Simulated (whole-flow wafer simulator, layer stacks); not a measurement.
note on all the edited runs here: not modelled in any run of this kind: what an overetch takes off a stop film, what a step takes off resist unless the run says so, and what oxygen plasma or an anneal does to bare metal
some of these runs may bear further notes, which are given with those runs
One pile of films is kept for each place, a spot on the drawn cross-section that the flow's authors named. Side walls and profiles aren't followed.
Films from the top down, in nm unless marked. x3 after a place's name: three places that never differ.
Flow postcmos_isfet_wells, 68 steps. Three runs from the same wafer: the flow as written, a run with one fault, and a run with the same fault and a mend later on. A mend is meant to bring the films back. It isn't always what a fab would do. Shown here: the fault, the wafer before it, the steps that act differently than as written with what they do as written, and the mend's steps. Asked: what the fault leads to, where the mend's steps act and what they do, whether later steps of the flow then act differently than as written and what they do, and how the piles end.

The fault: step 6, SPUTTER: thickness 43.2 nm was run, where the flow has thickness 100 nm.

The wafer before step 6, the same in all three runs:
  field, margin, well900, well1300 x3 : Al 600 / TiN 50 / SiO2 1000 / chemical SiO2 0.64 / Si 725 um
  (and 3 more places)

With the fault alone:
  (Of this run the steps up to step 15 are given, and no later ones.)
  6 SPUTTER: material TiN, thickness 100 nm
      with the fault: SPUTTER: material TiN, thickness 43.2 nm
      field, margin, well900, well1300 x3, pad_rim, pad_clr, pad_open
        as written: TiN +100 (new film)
        with the fault: TiN +43.2 (new film)
  No later step of the flow up to step 15 acts differently than as written at any place that is followed.
  After step 15 the piles differ from the flow's by more than 2% or 0.5 nm, whichever is larger, at field, margin, well900, well1300 x3, pad_rim, pad_clr, pad_open.
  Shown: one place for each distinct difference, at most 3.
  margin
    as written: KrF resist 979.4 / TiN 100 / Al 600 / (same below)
    with the fault: KrF resist 979.4 / TiN 43.2 / Al 600 / (same below)
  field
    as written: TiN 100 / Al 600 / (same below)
    with the fault: TiN 43.2 / Al 600 / (same below)

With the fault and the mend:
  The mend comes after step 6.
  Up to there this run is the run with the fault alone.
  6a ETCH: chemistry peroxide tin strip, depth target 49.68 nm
      field, margin, well900, well1300 x3, pad_rim, pad_clr, pad_open
        TiN -43.2 (all of it)
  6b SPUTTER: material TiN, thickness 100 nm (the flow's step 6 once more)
      field, margin, well900, well1300 x3, pad_rim, pad_clr, pad_open
        TiN +100 (new film)
  No later step of the flow acts differently than as written at any place that is followed.
  At the end the piles are the same as the flow's at every place that both follow.
